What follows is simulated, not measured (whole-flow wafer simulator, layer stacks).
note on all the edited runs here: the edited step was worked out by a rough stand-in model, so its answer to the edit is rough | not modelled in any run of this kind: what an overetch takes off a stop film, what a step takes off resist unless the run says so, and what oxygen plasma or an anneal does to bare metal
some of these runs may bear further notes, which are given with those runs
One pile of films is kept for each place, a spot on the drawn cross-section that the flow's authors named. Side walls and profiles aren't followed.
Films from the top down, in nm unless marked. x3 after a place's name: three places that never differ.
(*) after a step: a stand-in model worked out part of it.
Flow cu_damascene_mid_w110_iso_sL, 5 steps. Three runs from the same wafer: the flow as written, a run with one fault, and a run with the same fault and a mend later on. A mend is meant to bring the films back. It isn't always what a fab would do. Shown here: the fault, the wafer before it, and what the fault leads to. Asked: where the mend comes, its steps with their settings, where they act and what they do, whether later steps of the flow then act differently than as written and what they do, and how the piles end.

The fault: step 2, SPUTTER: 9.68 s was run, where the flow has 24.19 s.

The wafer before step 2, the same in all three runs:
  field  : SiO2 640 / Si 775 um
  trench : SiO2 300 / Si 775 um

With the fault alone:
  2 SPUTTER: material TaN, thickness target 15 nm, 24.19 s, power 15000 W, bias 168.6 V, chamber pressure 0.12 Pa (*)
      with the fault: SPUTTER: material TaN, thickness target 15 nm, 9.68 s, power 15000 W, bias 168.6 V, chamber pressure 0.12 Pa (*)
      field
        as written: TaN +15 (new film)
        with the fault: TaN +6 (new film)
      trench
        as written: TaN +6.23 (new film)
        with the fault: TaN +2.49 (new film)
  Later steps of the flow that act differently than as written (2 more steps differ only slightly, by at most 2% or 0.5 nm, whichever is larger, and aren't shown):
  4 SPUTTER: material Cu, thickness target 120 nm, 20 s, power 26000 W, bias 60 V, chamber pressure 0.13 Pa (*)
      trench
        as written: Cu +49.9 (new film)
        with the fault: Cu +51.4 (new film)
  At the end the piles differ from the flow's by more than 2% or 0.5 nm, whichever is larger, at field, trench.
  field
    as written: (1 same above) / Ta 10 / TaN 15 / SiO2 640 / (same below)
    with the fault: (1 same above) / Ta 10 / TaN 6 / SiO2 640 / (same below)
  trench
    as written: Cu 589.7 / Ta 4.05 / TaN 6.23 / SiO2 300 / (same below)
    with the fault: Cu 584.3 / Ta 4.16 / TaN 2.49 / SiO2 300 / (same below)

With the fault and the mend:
  The mend comes after step 2.
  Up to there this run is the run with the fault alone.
  2a SPUTTER: material TaN, thickness target 15 nm, 14.51 s, power 15000 W, bias 168.6 V, chamber pressure 0.12 Pa (*) (the flow's step 2 once more, with other settings)
      field
        TaN +9
      trench
        TaN +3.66
  No later step of the flow acts differently than as written, at any place that is followed, by more than 2% or 0.5 nm, whichever is larger.
  At the end the piles differ from the flow's only slightly at the places that both follow, by at most 2% or 0.5 nm, whichever is larger.
